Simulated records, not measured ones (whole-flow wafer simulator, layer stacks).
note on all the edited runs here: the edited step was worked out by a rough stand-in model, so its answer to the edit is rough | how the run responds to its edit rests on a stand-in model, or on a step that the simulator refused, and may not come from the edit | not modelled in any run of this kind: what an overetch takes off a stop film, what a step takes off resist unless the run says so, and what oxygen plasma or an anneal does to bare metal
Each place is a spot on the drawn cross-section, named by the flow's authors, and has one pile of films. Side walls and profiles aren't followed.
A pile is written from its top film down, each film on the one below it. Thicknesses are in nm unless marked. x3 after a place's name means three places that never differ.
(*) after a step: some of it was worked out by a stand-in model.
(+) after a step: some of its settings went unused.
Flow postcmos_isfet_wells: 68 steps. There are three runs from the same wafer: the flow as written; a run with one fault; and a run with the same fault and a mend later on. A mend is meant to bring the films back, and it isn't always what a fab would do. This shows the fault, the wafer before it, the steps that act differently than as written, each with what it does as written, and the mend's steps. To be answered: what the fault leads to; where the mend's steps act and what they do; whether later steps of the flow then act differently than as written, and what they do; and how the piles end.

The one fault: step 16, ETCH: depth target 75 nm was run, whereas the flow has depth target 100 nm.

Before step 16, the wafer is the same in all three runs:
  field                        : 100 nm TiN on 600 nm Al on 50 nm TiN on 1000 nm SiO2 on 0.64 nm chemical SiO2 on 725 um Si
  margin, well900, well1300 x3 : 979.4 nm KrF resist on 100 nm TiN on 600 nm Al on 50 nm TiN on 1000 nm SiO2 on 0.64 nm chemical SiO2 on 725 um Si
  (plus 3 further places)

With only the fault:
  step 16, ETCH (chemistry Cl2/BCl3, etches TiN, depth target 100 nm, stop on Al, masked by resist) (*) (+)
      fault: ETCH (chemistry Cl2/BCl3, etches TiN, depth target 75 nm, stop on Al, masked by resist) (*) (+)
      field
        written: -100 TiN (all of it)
        fault: -75 TiN
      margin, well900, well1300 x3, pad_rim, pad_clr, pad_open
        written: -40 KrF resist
        fault: -30 KrF resist
  Later steps of the flow acting differently than as written (2 more steps, not shown, differ only slightly: by at most 2% or 0.5 nm, whichever is larger):
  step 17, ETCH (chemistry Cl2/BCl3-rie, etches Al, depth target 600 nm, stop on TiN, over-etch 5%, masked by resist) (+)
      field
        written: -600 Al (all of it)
        fault: -25 TiN (all of it), -560 Al
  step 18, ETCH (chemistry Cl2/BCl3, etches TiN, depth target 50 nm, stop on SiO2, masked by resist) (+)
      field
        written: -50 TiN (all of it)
        fault: -40 Al (all of it), -33.2 TiN
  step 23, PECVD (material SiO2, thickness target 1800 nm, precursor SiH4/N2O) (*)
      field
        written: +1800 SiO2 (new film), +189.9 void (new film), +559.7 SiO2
        fault: +1800 SiO2 (new film), +177.6 void (new film), +555.6 SiO2 (new film)
  By the end, the piles at field depart from the flow's by more than 2% or 0.5 nm, whichever is larger.
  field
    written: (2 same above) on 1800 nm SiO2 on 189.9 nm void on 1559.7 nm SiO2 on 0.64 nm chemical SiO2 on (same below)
    fault: (2 same above) on 1800 nm SiO2 on 177.6 nm void on 555.6 nm SiO2 on 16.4 nm TiN on 1000 nm SiO2 on 0.64 nm chemical SiO2 on (same below)

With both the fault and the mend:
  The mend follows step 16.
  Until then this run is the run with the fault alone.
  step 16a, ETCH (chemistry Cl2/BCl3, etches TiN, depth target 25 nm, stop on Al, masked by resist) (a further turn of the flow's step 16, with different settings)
      margin, well900, well1300 x3, pad_rim, pad_clr, pad_open
        -10 KrF resist
      field
        -25 TiN (all of it)
  Later steps of the flow that are run all act as written at every place that is followed.
  The piles end the same as the flow's at every place that both follow.
